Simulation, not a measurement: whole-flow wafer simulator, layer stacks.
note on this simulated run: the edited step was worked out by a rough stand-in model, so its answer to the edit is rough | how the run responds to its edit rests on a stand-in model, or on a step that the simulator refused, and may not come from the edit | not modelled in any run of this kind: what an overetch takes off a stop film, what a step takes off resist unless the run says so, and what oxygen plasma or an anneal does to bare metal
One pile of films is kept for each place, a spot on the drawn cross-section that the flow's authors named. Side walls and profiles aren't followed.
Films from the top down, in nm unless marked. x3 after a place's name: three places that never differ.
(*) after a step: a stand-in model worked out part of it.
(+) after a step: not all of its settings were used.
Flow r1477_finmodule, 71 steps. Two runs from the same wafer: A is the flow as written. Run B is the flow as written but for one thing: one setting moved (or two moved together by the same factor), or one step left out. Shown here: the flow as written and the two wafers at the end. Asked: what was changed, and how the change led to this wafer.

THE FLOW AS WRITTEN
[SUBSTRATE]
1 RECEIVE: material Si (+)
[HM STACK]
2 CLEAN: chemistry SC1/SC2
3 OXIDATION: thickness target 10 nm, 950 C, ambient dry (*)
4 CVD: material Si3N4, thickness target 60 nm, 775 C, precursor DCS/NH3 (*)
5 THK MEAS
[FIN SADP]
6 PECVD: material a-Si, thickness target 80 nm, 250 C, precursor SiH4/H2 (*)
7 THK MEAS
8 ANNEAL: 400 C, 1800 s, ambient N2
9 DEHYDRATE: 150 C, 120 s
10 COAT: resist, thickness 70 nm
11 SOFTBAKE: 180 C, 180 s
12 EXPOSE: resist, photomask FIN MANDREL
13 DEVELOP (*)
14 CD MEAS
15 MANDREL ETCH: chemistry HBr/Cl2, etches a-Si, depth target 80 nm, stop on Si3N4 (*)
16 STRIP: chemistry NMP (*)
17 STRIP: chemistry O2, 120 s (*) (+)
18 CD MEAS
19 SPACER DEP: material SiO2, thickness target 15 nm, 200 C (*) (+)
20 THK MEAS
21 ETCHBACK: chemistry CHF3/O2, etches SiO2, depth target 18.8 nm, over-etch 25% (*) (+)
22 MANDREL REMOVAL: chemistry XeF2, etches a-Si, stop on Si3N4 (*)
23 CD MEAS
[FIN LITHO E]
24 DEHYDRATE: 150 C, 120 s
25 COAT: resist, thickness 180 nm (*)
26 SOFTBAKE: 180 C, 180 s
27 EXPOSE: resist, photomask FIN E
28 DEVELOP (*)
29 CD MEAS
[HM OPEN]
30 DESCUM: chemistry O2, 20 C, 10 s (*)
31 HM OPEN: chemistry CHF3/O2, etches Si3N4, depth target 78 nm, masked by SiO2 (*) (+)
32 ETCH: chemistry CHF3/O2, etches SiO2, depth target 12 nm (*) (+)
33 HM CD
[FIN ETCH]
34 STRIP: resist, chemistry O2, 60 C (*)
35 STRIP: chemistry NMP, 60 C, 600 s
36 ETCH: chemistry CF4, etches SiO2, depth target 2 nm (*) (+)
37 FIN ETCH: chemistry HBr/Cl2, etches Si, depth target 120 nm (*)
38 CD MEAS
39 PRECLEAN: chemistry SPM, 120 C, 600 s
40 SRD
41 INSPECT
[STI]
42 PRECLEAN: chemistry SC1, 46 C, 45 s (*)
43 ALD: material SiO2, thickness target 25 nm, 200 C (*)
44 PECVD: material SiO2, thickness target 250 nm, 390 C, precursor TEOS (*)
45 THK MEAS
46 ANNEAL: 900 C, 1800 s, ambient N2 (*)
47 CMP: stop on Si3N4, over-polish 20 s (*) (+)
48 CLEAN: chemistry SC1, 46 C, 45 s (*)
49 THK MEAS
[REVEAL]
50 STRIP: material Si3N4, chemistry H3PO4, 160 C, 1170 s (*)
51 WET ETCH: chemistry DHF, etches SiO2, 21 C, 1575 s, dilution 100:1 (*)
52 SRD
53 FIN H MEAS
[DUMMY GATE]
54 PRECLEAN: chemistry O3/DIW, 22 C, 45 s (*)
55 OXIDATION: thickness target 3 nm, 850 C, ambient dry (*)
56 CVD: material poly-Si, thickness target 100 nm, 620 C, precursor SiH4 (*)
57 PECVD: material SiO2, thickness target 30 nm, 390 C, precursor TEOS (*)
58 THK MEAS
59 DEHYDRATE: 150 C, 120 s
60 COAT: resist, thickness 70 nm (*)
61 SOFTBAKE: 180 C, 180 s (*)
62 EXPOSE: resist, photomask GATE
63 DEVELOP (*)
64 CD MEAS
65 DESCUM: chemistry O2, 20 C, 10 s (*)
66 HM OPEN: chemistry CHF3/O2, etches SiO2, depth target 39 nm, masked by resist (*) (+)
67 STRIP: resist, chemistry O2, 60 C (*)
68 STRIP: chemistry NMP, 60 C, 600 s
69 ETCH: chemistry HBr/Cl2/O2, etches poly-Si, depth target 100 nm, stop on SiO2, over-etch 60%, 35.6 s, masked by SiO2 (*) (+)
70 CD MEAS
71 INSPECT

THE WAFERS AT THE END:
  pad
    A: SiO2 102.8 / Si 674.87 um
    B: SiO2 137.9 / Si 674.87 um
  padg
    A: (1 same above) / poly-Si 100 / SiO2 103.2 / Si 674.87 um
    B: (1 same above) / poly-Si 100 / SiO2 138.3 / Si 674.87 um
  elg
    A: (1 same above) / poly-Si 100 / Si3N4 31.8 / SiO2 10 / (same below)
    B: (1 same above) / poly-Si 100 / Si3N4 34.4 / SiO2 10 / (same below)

The cause: step 51, WET ETCH: 929 s was run, where the flow has 1575 s.

How the change led to this, step by step:
  51 WET ETCH: chemistry DHF, etches SiO2, 21 C, 1575 s, dilution 100:1 (*)
      pad, padg, e40sg and 12 more: A SiO2 -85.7 | B SiO2 -50.5
      elg, e40lg, e100lg, e200lg, elo, e40lo, e100lo, e200lo: A SiO2 -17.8 (all of it), Si3N4 -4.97 | B SiO2 -17.8 (all of it), Si3N4 -2.34
      (and at 7 more places)
  56 CVD: material poly-Si, thickness target 100 nm, 620 C, precursor SiH4 (*)
      s40sg_line, s45sg_line, s50sg_line, s40so_line, s45so_line, s50so_line: A poly-Si +100 (new film) | B poly-Si +112.6 (new film)
      s40cg, s40co: A poly-Si +113.9 (new film) | B poly-Si +100 (new film)
      (and at 5 more places)
  60 COAT: resist, thickness 70 nm (*)
      e40lg, e100lg, elo, e40lo, e100lo: A resist +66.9 (new film) | B resist +68.5 (new film)
      e40sg, eso, e40so: A resist +129.5 (new film) | B resist +98.6 (new film)
      (and at 22 more places)
  63 DEVELOP (*)
      elo, e40lo, e100lo: A resist -66.9 (all of it) | B resist -68.5 (all of it)
      eso, e40so: A resist -129.5 (all of it) | B resist -98.6 (all of it)
      (and at 11 more places)
  67 STRIP: resist, chemistry O2, 60 C (*)
      e40lg, e100lg: A resist -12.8 (all of it) | B resist -14.4 (all of it)
      e40sg: A resist -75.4 (all of it) | B resist -44.5 (all of it)
      (and at 11 more places)
  69 ETCH: chemistry HBr/Cl2/O2, etches poly-Si, depth target 100 nm, stop on SiO2, over-etch 60%, 35.6 s, masked by SiO2 (*) (+)
      s40so_line, s45so_line, s50so_line: A chemical SiO2 -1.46 (all of it), poly-Si -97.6 (all of it), SiO2 -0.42 | B chemical SiO2 -1.28 (all of it), poly-Si -110.2 (all of it), SiO2 -0.25
      s40co: A chemical SiO2 -1.46 (all of it), poly-Si -111.5 (all of it), SiO2 -0.24 | B chemical SiO2 -1.28 (all of it), poly-Si -97.6 (all of it), SiO2 -0.42
      (and at 2 more places)
